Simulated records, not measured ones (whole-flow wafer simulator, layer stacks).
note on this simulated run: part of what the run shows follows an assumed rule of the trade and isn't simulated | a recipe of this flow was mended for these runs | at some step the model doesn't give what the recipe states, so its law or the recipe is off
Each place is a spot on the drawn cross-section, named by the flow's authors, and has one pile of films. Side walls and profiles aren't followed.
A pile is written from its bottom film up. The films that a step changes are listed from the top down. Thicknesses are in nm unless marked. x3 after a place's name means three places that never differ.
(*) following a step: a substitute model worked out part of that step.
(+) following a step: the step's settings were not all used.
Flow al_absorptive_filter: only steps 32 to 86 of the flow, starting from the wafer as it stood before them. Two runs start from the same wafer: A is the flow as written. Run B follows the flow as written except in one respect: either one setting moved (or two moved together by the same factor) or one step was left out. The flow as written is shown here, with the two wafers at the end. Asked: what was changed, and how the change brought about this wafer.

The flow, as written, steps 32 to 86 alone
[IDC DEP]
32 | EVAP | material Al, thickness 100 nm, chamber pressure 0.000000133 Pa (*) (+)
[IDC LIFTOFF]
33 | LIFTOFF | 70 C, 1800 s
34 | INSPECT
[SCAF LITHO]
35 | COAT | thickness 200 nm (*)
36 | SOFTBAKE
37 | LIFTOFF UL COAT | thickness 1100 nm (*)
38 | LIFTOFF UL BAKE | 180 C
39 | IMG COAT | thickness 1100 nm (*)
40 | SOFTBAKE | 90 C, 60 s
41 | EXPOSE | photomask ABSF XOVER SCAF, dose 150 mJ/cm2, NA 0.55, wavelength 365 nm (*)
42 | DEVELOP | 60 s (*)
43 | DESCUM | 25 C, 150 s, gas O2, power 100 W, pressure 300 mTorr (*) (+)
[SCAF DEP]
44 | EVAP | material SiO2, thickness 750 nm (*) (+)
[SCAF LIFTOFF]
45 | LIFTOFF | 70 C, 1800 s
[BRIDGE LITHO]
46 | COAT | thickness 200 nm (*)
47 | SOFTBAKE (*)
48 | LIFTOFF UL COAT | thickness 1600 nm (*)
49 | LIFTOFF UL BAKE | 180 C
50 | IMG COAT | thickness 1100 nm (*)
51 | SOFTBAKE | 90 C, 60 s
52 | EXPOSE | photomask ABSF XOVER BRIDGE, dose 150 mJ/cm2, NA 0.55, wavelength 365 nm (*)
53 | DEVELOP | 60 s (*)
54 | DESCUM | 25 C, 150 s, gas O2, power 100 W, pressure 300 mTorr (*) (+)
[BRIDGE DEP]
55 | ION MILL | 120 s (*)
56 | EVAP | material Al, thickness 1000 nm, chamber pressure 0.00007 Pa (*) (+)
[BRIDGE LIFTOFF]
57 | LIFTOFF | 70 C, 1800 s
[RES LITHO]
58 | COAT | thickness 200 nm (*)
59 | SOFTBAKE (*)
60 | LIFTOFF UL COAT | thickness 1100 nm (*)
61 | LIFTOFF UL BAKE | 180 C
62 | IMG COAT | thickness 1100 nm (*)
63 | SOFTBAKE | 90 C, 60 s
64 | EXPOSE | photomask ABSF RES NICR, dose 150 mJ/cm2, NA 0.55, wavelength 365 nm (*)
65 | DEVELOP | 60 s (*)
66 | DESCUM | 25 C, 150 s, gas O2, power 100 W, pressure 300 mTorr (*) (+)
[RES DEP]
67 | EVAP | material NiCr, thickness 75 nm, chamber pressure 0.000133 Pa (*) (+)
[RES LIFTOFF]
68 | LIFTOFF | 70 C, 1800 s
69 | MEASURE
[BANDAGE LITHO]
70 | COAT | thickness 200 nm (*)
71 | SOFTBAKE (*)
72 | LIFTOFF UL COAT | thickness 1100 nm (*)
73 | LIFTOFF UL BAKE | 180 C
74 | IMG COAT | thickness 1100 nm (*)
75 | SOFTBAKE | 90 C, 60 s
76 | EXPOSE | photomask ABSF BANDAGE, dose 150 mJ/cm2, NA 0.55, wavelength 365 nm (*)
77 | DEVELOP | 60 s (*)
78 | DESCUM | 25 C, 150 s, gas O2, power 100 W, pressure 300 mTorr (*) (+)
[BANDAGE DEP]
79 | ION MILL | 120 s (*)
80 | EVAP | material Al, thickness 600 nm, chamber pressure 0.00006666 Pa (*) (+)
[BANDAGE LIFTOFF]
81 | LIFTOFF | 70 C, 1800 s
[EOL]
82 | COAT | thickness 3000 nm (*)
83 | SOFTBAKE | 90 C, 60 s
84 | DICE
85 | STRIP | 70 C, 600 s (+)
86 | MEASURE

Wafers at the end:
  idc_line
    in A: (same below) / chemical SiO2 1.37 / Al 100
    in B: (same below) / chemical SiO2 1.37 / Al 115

What caused this: step 32, EVAP: thickness 115 nm was run, though the flow has thickness 100 nm.
The wafer itself shows it: idc_line has Al 115, and step 32 as written asks for 100 nm.

The path from the change to this, step by step:
  32 | EVAP | material Al, thickness 100 nm, chamber pressure 0.000000133 Pa (*) (+)
      gnd, pad_far, pad_near and 11 more: A +100 Al (new film) | B +115 Al (new film)
  33 | LIFTOFF | 70 C, 1800 s
      gnd, xa_field, xa_margin, xa_strip, xl_land, idc_field, idc_space: A -100 Al (all of it), -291 e-beam-resist (all of it) | B -115 Al (all of it), -291 e-beam-resist (all of it)
      pad_far: A -100 Al (all of it), -287 e-beam-resist (all of it) | B -115 Al (all of it), -287 e-beam-resist (all of it)
      (as well as at 5 more places)
  35 | COAT | thickness 200 nm (*)
      idc_line: A +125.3 acrylic-e-beam-resist (new film) | B +115.2 acrylic-e-beam-resist (new film)
      idc_space: A +228.2 acrylic-e-beam-resist (new film) | B +233.7 acrylic-e-beam-resist (new film)
  45 | LIFTOFF | 70 C, 1800 s
      idc_line: A -750 SiO2 (all of it), -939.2 i-line-resist (all of it), -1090 lift-off-underlayer (all of it), -125.3 acrylic-e-beam-resist (all of it) | B -750 SiO2 (all of it), -939.1 i-line-resist (all of it), -1087.7 lift-off-underlayer (all of it), -115.2 acrylic-e-beam-resist (all of it)
      idc_space: A -750 SiO2 (all of it), -939.1 i-line-resist (all of it), -1087.8 lift-off-underlayer (all of it), -228.2 acrylic-e-beam-resist (all of it) | B -750 SiO2 (all of it), -939.1 i-line-resist (all of it), -1085 lift-off-underlayer (all of it), -233.7 acrylic-e-beam-resist (all of it)
  46 | COAT | thickness 200 nm (*)
      idc_line: A +129.8 acrylic-e-beam-resist (new film) | B +120.8 acrylic-e-beam-resist (new film)
      idc_space: A +229.8 acrylic-e-beam-resist (new film) | B +235.6 acrylic-e-beam-resist (new film)
  57 | LIFTOFF | 70 C, 1800 s
      idc_line: A -1000 Al (all of it), -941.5 i-line-resist (all of it), -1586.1 lift-off-underlayer (all of it), -129.8 acrylic-e-beam-resist (all of it) | B -1000 Al (all of it), -941.5 i-line-resist (all of it), -1582.9 lift-off-underlayer (all of it), -120.8 acrylic-e-beam-resist (all of it)
      idc_space: A -1000 Al (all of it), -941.5 i-line-resist (all of it), -1586.9 lift-off-underlayer (all of it), -229.8 acrylic-e-beam-resist (all of it) | B -1000 Al (all of it), -941.5 i-line-resist (all of it), -1583.8 lift-off-underlayer (all of it), -235.6 acrylic-e-beam-resist (all of it)
  58 | COAT | thickness 200 nm (*)
      idc_line: A +129.8 acrylic-e-beam-resist (new film) | B +120.8 acrylic-e-beam-resist (new film)
      idc_space: A +229.8 acrylic-e-beam-resist (new film) | B +235.6 acrylic-e-beam-resist (new film)
  68 | LIFTOFF | 70 C, 1800 s
      idc_line: A -75 NiCr (all of it), -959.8 i-line-resist (all of it), -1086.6 lift-off-underlayer (all of it), -129.8 acrylic-e-beam-resist (all of it) | B -75 NiCr (all of it), -959.8 i-line-resist (all of it), -1083.5 lift-off-underlayer (all of it), -120.8 acrylic-e-beam-resist (all of it)
      idc_space: A -75 NiCr (all of it), -959.8 i-line-resist (all of it), -1087.4 lift-off-underlayer (all of it), -229.8 acrylic-e-beam-resist (all of it) | B -75 NiCr (all of it), -959.7 i-line-resist (all of it), -1084.5 lift-off-underlayer (all of it), -235.6 acrylic-e-beam-resist (all of it)
  70 | COAT | thickness 200 nm (*)
      idc_line: A +129.8 acrylic-e-beam-resist (new film) | B +120.8 acrylic-e-beam-resist (new film)
      idc_space: A +229.8 acrylic-e-beam-resist (new film) | B +235.6 acrylic-e-beam-resist (new film)
  81 | LIFTOFF | 70 C, 1800 s
      idc_line: A -600 Al (all of it), -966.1 i-line-resist (all of it), -1086.6 lift-off-underlayer (all of it), -129.8 acrylic-e-beam-resist (all of it) | B -600 Al (all of it), -966.1 i-line-resist (all of it), -1083.5 lift-off-underlayer (all of it), -120.8 acrylic-e-beam-resist (all of it)
      idc_space: A -600 Al (all of it), -966.1 i-line-resist (all of it), -1087.4 lift-off-underlayer (all of it), -229.8 acrylic-e-beam-resist (all of it) | B -600 Al (all of it), -966 i-line-resist (all of it), -1084.5 lift-off-underlayer (all of it), -235.6 acrylic-e-beam-resist (all of it)
